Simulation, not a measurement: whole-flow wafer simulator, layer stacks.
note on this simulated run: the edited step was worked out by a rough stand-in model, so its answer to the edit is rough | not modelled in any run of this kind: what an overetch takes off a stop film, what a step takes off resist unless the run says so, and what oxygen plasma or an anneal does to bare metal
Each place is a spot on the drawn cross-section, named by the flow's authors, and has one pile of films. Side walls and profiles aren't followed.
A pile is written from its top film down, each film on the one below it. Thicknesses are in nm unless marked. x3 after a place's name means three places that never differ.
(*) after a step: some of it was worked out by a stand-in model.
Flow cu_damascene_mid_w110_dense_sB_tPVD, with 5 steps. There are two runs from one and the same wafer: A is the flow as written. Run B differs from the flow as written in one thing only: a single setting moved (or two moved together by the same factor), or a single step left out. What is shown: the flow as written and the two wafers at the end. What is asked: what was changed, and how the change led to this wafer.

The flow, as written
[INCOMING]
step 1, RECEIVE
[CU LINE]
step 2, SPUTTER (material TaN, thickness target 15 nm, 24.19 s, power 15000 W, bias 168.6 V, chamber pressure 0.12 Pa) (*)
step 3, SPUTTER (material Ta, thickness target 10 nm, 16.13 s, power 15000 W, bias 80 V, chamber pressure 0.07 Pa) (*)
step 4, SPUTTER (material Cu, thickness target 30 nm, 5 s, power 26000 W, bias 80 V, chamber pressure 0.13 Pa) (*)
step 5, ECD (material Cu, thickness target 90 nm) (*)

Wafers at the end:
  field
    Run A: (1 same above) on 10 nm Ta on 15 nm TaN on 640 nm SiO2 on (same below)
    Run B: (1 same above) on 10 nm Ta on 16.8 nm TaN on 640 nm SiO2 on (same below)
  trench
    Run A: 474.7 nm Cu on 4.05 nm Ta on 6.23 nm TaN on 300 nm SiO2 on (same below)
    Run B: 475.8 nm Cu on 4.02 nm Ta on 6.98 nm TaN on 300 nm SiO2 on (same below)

What caused this: step 2, SPUTTER: power 16800 W was run, though the flow has power 15000 W.

How this came from the change, step by step:
  step 2, SPUTTER (material TaN, thickness target 15 nm, 24.19 s, power 15000 W, bias 168.6 V, chamber pressure 0.12 Pa) (*)
      field: A +15 TaN (new film) | B +16.8 TaN (new film)
      trench: A +6.23 TaN (new film) | B +6.98 TaN (new film)
